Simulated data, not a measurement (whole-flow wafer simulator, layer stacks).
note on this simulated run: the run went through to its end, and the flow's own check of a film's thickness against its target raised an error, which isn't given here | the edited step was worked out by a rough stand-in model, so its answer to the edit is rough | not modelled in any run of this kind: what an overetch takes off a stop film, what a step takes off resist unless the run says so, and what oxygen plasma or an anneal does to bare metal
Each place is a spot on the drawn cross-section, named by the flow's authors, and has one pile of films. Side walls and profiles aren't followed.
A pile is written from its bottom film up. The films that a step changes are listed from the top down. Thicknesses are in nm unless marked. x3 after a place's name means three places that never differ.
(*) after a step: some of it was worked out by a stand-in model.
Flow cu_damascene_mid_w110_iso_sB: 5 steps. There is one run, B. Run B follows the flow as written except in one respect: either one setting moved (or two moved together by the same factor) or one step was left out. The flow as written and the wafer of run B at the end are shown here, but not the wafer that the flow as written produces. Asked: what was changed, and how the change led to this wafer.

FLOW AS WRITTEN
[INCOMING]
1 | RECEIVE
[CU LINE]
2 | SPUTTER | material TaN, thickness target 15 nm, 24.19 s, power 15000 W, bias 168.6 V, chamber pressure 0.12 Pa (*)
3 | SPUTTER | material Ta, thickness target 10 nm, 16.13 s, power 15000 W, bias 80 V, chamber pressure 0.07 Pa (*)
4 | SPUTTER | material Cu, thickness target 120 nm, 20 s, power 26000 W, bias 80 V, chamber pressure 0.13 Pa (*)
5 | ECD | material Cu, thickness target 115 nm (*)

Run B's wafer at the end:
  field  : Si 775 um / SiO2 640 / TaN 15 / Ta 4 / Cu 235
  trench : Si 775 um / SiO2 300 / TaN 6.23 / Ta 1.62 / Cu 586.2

The reason: step 3, SPUTTER: thickness target 4 nm was run, while the flow as written has thickness target 10 nm; step 3, SPUTTER: 6.45 s was run, where the flow has 16.13 s.
The wafer lets one read it off: field has Ta 4, and step 3 as written asks for 10 nm.

How this came from the change, step by step:
  3 | SPUTTER | material Ta, thickness target 10 nm, 16.13 s, power 15000 W, bias 80 V, chamber pressure 0.07 Pa (*)
      field: Ta gains 4 (new film) (it would be, as written: Ta gains 10 (new film))
      trench: Ta gains 1.62 (new film) (it would be, as written: Ta gains 4.05 (new film))
